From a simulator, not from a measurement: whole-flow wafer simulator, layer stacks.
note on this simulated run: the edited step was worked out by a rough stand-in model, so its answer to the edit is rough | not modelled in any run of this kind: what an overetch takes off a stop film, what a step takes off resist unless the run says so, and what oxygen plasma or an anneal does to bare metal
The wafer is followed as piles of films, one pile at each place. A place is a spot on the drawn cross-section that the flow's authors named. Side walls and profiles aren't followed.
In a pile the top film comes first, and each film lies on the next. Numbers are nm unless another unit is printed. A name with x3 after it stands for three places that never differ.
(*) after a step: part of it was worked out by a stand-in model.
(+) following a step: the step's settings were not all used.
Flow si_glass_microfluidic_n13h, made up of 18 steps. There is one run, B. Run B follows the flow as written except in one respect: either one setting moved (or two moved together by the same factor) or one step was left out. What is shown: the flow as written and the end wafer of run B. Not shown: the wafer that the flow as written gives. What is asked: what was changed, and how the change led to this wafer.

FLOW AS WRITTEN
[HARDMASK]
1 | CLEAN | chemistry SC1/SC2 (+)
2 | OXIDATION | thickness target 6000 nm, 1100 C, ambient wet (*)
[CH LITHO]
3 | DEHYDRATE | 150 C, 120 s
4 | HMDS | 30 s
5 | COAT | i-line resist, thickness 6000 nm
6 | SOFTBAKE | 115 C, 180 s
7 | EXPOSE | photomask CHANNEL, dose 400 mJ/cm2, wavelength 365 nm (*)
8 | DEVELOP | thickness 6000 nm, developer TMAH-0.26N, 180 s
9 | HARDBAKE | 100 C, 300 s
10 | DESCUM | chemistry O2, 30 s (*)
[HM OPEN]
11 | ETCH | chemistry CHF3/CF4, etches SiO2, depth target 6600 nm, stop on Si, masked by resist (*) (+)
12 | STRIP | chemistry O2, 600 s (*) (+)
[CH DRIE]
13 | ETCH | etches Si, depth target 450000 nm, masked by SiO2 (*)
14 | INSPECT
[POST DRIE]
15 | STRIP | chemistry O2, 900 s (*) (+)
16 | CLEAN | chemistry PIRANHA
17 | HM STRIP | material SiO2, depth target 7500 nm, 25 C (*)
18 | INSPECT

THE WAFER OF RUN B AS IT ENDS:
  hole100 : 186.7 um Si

The reason: step 13, ETCH: depth target 348800 nm was run, whereas the flow has depth target 450000 nm.

Step by step, how the change led to this:
  13 | ETCH | etches Si, depth target 450000 nm, masked by SiO2 (*)
      land: SiO2 loses 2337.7 (it would be, as written: SiO2 loses 3004.3)
      hole100: chemical SiO2 loses 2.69 (all of it), Si loses 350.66 um (it would be, as written: chemical SiO2 loses 2.69 (all of it), Si loses 450.64 um)
  17 | HM STRIP | material SiO2, depth target 7500 nm, 25 C (*)
      land: SiO2 loses 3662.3 (all of it) (it would be, as written: SiO2 loses 2995.7 (all of it))
